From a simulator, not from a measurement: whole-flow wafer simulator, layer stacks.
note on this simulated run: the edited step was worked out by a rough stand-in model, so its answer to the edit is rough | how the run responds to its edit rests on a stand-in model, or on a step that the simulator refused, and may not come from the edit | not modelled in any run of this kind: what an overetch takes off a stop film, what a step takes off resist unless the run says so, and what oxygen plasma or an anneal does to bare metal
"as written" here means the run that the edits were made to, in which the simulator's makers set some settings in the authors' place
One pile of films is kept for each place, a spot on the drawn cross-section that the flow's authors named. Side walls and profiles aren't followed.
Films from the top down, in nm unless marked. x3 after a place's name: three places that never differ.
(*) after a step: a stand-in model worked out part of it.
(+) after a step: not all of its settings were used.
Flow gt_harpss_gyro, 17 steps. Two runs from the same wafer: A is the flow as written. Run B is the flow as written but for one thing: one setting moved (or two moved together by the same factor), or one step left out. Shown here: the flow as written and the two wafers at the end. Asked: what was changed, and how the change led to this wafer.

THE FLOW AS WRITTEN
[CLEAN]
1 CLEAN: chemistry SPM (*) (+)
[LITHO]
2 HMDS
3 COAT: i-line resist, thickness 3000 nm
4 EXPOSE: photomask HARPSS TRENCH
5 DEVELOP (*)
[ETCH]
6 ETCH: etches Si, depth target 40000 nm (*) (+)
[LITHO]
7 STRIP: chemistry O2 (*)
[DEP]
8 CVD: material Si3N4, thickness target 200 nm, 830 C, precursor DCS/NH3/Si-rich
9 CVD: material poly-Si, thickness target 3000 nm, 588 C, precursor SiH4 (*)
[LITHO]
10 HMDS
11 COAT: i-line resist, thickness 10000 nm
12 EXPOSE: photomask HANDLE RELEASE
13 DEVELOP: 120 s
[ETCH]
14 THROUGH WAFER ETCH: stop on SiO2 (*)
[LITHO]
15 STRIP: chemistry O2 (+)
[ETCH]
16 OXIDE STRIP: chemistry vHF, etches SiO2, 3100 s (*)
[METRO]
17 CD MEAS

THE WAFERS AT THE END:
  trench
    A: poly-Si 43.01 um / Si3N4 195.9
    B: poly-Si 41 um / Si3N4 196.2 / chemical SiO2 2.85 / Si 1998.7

The cause: step 6, ETCH: depth target 38000 nm was run, where the flow has depth target 40000 nm.

How the change led to this, step by step:
  6 ETCH: etches Si, depth target 40000 nm (*) (+)
      trench: A chemical SiO2 -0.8 (all of it), Si -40 um (all of it) | B chemical SiO2 -0.8 (all of it), Si -38 um
      field: A i-line resist -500 | B i-line resist -475
  7 STRIP: chemistry O2 (*)
      trench: A nothing | B chemical SiO2 +2.85 (new film), Si -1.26
  9 CVD: material poly-Si, thickness target 3000 nm, 588 C, precursor SiH4 (*)
      trench: A poly-Si +43.01 um (new film) | B poly-Si +41 um (new film)
